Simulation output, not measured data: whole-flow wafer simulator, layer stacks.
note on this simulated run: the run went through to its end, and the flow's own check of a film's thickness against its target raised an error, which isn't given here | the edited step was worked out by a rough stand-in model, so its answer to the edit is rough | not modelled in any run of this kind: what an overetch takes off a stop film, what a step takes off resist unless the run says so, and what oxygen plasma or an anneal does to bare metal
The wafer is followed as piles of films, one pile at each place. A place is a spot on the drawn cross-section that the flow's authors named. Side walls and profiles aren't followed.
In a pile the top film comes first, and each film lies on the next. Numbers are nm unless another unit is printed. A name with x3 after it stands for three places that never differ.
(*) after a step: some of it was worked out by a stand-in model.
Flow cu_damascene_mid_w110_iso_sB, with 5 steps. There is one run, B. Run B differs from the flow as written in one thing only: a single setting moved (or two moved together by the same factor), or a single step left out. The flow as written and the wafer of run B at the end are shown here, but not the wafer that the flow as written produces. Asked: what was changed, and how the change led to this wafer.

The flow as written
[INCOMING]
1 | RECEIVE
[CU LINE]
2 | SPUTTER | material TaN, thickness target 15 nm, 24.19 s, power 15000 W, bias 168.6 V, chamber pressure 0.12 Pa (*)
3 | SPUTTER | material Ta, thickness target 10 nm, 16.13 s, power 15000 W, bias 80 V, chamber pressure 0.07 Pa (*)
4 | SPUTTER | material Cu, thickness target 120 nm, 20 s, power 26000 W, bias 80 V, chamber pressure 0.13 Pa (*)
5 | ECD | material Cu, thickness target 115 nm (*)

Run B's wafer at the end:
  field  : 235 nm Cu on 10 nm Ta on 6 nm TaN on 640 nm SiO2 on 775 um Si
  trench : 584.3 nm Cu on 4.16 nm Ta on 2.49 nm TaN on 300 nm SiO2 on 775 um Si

What caused this: step 2, SPUTTER: thickness target 6 nm was run, while the flow as written has thickness target 15 nm.
The wafer itself shows it: field has TaN 6, and step 2 as written asks for 15 nm.

The path from the change to this, step by step:
  2 | SPUTTER | material TaN, thickness target 15 nm, 24.19 s, power 15000 W, bias 168.6 V, chamber pressure 0.12 Pa (*)
      field: +6 TaN (new film) (it would be, as written: +15 TaN (new film))
      trench: +2.49 TaN (new film) (it would be, as written: +6.23 TaN (new film))
  4 | SPUTTER | material Cu, thickness target 120 nm, 20 s, power 26000 W, bias 80 V, chamber pressure 0.13 Pa (*)
      trench: +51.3 Cu (new film) (it would be, as written: +49.9 Cu (new film))
